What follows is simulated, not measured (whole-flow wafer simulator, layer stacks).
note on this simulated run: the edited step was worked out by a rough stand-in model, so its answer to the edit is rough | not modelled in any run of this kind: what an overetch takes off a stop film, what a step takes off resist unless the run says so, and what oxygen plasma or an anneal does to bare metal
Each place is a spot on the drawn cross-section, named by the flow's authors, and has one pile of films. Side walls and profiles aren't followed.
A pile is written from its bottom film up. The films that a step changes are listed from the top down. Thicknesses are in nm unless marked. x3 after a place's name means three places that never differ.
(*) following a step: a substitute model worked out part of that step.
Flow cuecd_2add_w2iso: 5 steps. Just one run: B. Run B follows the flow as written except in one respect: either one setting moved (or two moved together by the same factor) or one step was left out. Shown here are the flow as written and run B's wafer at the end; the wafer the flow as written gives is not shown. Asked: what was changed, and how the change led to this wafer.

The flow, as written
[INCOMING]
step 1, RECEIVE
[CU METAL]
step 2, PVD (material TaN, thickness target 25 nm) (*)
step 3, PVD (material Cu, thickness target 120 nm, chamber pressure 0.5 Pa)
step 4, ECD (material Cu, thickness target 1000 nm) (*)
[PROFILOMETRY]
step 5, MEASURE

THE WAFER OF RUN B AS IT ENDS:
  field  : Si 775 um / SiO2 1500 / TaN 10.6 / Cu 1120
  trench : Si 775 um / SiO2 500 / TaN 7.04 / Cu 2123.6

Cause: step 2, PVD: thickness target 10.6 nm was run, while the flow as written has thickness target 25 nm.
The wafer itself shows it: field has TaN 10.6, and step 2 as written asks for 25 nm.

The path from the change to this, step by step:
  step 2, PVD (material TaN, thickness target 25 nm) (*)
      field: +10.6 TaN (new film) (as written it would have been: +25 TaN (new film))
      trench: +7.04 TaN (new film) (as written it would have been: +16.6 TaN (new film))
